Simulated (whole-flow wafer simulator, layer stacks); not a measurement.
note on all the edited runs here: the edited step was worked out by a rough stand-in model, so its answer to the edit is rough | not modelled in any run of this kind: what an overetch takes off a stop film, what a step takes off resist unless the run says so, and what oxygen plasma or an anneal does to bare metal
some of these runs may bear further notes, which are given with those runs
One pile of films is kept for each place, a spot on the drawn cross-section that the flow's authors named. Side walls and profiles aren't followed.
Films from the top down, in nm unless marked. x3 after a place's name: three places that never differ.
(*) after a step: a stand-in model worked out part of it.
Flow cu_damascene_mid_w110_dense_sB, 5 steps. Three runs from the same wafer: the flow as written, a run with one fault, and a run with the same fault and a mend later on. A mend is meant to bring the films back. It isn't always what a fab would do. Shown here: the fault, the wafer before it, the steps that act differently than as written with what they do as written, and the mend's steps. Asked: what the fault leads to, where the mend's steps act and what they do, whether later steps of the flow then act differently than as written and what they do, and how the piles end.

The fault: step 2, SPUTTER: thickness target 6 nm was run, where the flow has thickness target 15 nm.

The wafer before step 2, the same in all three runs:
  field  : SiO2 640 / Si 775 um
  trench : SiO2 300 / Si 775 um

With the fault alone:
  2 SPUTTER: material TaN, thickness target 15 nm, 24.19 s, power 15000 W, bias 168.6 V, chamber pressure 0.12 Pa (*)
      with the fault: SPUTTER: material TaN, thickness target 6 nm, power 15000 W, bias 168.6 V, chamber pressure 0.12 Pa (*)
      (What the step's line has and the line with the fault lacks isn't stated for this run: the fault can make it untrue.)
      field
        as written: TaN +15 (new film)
        with the fault: TaN +6 (new film)
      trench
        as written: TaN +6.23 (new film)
        with the fault: TaN +2.49 (new film)
  Later steps of the flow that act differently than as written (2 more steps differ only slightly, by at most 2% or 0.5 nm, whichever is larger, and aren't shown):
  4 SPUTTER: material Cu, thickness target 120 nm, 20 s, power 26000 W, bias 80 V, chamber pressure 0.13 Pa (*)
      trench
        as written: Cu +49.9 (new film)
        with the fault: Cu +51.3 (new film)
  At the end the piles differ from the flow's by more than 2% or 0.5 nm, whichever is larger, at field, trench.
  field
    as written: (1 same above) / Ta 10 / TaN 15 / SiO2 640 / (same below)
    with the fault: (1 same above) / Ta 10 / TaN 6 / SiO2 640 / (same below)
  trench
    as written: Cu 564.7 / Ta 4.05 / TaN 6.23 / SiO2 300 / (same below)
    with the fault: Cu 559.3 / Ta 4.16 / TaN 2.49 / SiO2 300 / (same below)

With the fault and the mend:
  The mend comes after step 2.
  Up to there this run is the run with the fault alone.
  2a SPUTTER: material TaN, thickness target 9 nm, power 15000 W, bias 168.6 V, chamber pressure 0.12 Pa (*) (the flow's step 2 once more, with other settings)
      field
        TaN +9
      trench
        TaN +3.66
  No later step of the flow acts differently than as written, at any place that is followed, by more than 2% or 0.5 nm, whichever is larger.
  At the end the piles differ from the flow's only slightly at the places that both follow, by at most 2% or 0.5 nm, whichever is larger.
